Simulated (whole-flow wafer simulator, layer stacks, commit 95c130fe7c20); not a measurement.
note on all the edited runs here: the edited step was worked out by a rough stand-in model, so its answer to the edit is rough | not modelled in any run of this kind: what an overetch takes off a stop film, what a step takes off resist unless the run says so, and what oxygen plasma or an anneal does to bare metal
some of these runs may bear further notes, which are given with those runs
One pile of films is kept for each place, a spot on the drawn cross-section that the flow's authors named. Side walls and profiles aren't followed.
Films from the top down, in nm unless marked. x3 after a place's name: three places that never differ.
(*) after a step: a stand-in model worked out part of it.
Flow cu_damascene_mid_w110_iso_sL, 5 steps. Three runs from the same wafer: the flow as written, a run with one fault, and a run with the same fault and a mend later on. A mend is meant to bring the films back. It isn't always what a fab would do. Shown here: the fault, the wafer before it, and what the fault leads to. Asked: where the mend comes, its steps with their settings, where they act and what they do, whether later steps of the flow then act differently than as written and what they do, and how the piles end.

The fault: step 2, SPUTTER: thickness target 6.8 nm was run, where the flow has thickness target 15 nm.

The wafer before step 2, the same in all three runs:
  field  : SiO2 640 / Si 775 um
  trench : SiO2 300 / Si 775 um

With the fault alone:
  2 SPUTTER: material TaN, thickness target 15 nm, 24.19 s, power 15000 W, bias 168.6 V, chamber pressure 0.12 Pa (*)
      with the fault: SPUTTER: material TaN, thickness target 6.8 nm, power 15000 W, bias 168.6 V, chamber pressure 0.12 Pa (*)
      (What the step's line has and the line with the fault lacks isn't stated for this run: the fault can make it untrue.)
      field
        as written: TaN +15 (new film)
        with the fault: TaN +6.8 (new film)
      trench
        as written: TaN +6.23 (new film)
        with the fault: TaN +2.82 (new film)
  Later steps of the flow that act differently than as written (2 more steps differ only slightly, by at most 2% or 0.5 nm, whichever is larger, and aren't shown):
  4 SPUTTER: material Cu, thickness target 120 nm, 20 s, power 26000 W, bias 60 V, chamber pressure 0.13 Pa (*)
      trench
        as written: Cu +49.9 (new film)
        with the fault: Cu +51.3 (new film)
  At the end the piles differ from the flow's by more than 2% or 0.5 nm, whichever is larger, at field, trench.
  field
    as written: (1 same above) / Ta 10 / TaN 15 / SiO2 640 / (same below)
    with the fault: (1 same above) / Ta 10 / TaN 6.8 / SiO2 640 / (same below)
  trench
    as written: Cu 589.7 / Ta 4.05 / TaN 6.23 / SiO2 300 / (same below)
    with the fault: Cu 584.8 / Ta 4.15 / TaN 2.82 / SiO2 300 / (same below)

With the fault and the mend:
  The mend comes after step 2.
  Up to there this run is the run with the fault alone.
  2a SPUTTER: material TaN, thickness target 8.2 nm, power 15000 W, bias 168.6 V, chamber pressure 0.12 Pa (*) (the flow's step 2 once more, with other settings)
      field
        TaN +8.2
      trench
        TaN +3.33
  No later step of the flow acts differently than as written, at any place that is followed, by more than 2% or 0.5 nm, whichever is larger.
  At the end the piles differ from the flow's only slightly at the places that both follow, by at most 2% or 0.5 nm, whichever is larger.
